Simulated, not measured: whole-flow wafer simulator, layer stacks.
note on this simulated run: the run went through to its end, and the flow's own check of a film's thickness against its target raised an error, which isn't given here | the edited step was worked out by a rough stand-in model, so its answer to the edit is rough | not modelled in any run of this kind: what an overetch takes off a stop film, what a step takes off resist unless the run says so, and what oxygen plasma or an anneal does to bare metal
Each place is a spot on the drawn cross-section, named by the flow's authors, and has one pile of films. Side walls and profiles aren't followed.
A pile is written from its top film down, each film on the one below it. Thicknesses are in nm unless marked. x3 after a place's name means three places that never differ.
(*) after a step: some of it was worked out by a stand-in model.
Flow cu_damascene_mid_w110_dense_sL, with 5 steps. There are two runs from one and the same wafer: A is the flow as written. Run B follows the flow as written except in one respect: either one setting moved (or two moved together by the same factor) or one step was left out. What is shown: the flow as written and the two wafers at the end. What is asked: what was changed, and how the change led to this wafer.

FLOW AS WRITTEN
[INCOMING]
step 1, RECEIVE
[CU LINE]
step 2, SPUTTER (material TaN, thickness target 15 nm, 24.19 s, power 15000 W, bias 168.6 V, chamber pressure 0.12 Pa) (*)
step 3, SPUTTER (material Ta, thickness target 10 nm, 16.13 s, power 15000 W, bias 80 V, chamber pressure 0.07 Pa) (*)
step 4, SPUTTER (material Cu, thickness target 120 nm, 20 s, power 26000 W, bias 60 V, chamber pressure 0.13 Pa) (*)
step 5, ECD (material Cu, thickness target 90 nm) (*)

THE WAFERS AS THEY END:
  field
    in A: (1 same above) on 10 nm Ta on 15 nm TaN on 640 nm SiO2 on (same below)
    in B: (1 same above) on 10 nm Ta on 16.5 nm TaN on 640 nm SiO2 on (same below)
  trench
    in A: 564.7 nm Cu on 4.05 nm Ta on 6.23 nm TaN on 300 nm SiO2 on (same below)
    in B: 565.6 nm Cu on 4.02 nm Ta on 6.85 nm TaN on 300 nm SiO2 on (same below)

The reason: step 2, SPUTTER: thickness target 16.5 nm was run, while the flow as written has thickness target 15 nm; step 2, SPUTTER: 26.61 s was run, where the flow has 24.19 s.
The wafer lets one read it off: field has TaN 16.5, and step 2 as written asks for 15 nm.

The path from the change to this, step by step:
  step 2, SPUTTER (material TaN, thickness target 15 nm, 24.19 s, power 15000 W, bias 168.6 V, chamber pressure 0.12 Pa) (*)
      field: A TaN gains 15 (new film) | B TaN gains 16.5 (new film)
      trench: A TaN gains 6.23 (new film) | B TaN gains 6.85 (new film)
